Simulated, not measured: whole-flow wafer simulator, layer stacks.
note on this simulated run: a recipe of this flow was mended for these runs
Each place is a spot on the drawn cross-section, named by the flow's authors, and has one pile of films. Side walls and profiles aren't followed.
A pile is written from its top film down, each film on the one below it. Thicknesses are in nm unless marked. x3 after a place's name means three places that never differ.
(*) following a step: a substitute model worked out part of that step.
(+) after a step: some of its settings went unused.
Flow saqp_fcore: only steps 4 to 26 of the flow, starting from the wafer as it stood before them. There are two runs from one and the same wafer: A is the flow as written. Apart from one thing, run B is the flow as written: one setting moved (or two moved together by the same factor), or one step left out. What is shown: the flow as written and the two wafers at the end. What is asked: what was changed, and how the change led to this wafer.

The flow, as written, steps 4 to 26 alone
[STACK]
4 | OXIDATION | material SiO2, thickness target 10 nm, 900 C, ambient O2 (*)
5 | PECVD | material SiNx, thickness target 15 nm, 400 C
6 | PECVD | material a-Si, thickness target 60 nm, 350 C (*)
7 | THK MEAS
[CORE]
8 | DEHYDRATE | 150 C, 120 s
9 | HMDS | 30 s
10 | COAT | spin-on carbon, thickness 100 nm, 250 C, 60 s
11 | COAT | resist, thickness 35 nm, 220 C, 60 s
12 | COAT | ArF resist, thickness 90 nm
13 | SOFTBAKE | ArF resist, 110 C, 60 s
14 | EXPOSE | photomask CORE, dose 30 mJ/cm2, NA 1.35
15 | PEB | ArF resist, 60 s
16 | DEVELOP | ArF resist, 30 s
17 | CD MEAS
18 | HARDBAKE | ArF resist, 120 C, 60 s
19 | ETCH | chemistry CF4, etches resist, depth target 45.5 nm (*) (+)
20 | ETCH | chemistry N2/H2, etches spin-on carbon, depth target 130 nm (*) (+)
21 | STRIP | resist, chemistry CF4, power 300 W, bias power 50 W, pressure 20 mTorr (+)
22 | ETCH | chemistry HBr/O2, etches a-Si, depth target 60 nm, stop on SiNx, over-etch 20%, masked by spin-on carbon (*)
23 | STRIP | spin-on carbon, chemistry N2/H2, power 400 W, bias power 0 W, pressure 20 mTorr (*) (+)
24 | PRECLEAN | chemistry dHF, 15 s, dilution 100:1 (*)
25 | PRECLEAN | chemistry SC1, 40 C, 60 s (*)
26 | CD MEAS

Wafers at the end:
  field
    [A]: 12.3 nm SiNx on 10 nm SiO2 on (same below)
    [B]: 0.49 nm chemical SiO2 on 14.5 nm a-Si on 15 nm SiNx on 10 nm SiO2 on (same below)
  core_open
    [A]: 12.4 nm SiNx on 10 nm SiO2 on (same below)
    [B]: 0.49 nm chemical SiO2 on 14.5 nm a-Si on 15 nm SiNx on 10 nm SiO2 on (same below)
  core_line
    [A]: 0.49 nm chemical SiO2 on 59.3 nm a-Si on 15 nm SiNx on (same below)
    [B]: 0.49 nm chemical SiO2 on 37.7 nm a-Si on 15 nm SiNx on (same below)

What caused this: step 6, PECVD: thickness target 38.4 nm was run, while the flow as written has thickness target 60 nm; step 20, ETCH: depth target 83.2 nm was run, where the flow has depth target 130 nm.

The path from the change to this, step by step:
  6 | PECVD | material a-Si, thickness target 60 nm, 350 C (*)
      field, core_open, core_line: A a-Si gains 60 (new film) | B a-Si gains 38.4 (new film)
  20 | ETCH | chemistry N2/H2, etches spin-on carbon, depth target 130 nm (*) (+)
      field, core_open: A spin-on carbon loses 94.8 (all of it), a-Si loses 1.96 | B spin-on carbon loses 83.2
      core_line: A ArF resist loses 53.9 (all of it), resist loses 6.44 | B ArF resist loses 53.9 (all of it), resist loses 3.32
  21 | STRIP | resist, chemistry CF4, power 300 W, bias power 50 W, pressure 20 mTorr (+)
      field: A a-Si loses 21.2 | B nothing
      core_open: A a-Si loses 18.7 | B nothing
      (as well as at 1 more place)
  22 | ETCH | chemistry HBr/O2, etches a-Si, depth target 60 nm, stop on SiNx, over-etch 20%, masked by spin-on carbon (*)
      field: A a-Si loses 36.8 (all of it), SiNx loses 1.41 | B spin-on carbon loses 11.6 (all of it), a-Si loses 23.2
      core_open: A a-Si loses 39.4 (all of it), SiNx loses 1.3 | B spin-on carbon loses 11.6 (all of it), a-Si loses 23.2
      (as well as at 1 more place)
  23 | STRIP | spin-on carbon, chemistry N2/H2, power 400 W, bias power 0 W, pressure 20 mTorr (*) (+)
      core_line: A spin-on carbon loses 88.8 (all of it) | B spin-on carbon loses 83.8 (all of it)
  24 | PRECLEAN | chemistry dHF, 15 s, dilution 100:1 (*)
      field, core_open: A SiNx loses 1.31 | B nothing
  25 | PRECLEAN | chemistry SC1, 40 C, 60 s (*)
      field, core_open: A nothing | B chemical SiO2 gains 0.49 (new film), a-Si loses 0.7
